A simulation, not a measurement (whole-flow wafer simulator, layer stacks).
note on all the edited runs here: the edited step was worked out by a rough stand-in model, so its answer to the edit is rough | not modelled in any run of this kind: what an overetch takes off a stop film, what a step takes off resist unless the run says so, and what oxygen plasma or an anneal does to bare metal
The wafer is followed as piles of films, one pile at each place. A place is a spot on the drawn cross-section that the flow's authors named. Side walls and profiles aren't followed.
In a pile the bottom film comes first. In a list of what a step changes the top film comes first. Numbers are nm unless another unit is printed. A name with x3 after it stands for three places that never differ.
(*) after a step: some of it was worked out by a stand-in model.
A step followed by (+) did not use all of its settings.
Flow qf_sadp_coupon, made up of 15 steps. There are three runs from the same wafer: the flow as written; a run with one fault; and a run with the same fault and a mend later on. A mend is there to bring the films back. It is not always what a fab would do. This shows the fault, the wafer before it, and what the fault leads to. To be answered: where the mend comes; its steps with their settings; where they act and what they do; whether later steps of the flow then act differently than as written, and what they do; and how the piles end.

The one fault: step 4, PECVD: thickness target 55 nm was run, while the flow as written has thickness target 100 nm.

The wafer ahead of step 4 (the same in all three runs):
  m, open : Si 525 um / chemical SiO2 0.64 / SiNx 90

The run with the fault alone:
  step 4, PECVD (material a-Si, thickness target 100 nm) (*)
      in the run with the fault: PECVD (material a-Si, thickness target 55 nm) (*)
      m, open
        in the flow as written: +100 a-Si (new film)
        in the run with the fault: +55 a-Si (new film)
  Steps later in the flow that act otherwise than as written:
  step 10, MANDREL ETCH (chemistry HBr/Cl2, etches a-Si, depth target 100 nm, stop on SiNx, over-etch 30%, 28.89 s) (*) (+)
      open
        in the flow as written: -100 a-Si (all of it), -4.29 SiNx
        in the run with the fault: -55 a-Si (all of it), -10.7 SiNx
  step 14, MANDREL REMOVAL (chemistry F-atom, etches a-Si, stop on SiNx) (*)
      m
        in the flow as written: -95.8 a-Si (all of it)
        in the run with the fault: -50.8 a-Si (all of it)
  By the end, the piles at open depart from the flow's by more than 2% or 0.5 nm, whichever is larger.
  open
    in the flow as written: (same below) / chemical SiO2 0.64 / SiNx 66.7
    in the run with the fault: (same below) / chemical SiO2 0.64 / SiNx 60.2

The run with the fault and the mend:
  After step 4 comes the mend.
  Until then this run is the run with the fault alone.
  step 4a, PECVD (material a-Si, thickness target 45 nm) (*) (a further turn of the flow's step 4, with different settings)
      m, open
        +45 a-Si
  Every later step of the flow that is run acts as written at every place that is followed.
  At every place that both follow, the piles at the end match the flow's.
